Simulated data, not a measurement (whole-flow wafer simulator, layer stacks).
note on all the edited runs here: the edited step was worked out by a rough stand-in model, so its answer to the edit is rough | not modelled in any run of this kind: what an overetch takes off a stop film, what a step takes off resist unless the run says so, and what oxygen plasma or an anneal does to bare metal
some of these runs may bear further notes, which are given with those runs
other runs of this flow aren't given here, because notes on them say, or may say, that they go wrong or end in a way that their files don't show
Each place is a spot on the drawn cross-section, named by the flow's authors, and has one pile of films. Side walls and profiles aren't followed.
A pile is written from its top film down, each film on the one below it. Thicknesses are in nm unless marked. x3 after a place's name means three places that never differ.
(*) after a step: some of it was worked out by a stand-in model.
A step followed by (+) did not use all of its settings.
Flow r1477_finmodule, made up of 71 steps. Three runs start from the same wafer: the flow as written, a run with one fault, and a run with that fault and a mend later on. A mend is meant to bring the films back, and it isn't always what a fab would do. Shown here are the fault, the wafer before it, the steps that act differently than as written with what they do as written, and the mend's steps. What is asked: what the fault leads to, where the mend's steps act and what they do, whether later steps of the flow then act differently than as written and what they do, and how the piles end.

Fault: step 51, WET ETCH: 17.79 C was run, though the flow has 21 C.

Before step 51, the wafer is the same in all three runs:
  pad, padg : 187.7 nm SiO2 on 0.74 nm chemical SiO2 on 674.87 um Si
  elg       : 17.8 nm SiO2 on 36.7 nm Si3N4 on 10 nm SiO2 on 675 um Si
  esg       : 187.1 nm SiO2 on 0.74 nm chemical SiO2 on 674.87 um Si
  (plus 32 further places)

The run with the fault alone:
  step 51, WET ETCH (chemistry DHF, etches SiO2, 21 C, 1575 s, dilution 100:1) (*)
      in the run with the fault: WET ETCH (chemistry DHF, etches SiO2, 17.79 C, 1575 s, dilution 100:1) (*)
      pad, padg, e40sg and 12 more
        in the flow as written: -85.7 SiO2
        in the run with the fault: -75.1 SiO2
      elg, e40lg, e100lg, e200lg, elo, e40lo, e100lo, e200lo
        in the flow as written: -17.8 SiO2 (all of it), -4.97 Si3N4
        in the run with the fault: -17.8 SiO2 (all of it), -3.82 Si3N4
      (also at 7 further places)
  Steps later in the flow that act otherwise than as written (not shown: 1 more step that differs only slightly, by at most 2% or 0.5 nm, whichever is larger):
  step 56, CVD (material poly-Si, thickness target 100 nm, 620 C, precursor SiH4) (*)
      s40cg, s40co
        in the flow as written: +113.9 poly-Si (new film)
        in the run with the fault: +104.1 poly-Si (new film)
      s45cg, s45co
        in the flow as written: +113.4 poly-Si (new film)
        in the run with the fault: +103.6 poly-Si (new film)
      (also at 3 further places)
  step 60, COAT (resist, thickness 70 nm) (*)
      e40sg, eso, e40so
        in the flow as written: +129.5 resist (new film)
        in the run with the fault: +120.5 resist (new film)
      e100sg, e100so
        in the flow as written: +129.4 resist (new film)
        in the run with the fault: +120.4 resist (new film)
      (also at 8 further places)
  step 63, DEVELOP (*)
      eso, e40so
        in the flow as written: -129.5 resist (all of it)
        in the run with the fault: -120.5 resist (all of it)
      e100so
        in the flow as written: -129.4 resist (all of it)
        in the run with the fault: -120.4 resist (all of it)
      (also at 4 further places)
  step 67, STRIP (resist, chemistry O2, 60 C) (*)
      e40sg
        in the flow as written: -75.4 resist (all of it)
        in the run with the fault: -66.4 resist (all of it)
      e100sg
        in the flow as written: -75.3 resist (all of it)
        in the run with the fault: -66.3 resist (all of it)
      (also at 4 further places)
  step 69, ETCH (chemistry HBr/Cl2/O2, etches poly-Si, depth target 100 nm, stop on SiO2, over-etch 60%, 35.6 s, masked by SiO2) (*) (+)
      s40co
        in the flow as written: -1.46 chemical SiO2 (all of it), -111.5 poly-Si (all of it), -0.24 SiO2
        in the run with the fault: -1.41 chemical SiO2 (all of it), -101.7 poly-Si (all of it), -0.29 SiO2
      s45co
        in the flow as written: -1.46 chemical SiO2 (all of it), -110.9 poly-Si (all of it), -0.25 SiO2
        in the run with the fault: -1.41 chemical SiO2 (all of it), -101.1 poly-Si (all of it), -0.29 SiO2
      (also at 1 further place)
  The piles end different from the flow's at pad, padg, elg and 27 more by more than 2% or 0.5 nm, whichever is larger.
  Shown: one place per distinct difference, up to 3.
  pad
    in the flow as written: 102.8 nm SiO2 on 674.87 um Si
    in the run with the fault: 113.4 nm SiO2 on 674.87 um Si
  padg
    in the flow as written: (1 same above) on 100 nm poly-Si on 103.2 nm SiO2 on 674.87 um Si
    in the run with the fault: (1 same above) on 100 nm poly-Si on 113.9 nm SiO2 on 674.87 um Si
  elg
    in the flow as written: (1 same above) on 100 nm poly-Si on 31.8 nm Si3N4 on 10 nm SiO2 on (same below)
    in the run with the fault: (1 same above) on 100 nm poly-Si on 32.9 nm Si3N4 on 10 nm SiO2 on (same below)

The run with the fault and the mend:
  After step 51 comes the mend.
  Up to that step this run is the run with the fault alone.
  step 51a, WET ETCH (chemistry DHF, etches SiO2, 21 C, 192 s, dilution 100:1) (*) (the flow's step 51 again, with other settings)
      pad, padg, e40sg and 12 more
        -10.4 SiO2
      elg, e40lg, e100lg, e200lg, elo, e40lo, e100lo, e200lo
        -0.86 Si3N4
      esg, s40cg, s45cg, s50cg, s40co, s45co, s50co
        -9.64 SiO2
  Later steps of the flow that are run all act as written at every place that is followed, up to a difference of at most 2% or 0.5 nm, whichever is larger.
  At the end the piles are close to the flow's at the places that both follow, differing by at most 2% or 0.5 nm, whichever is larger.
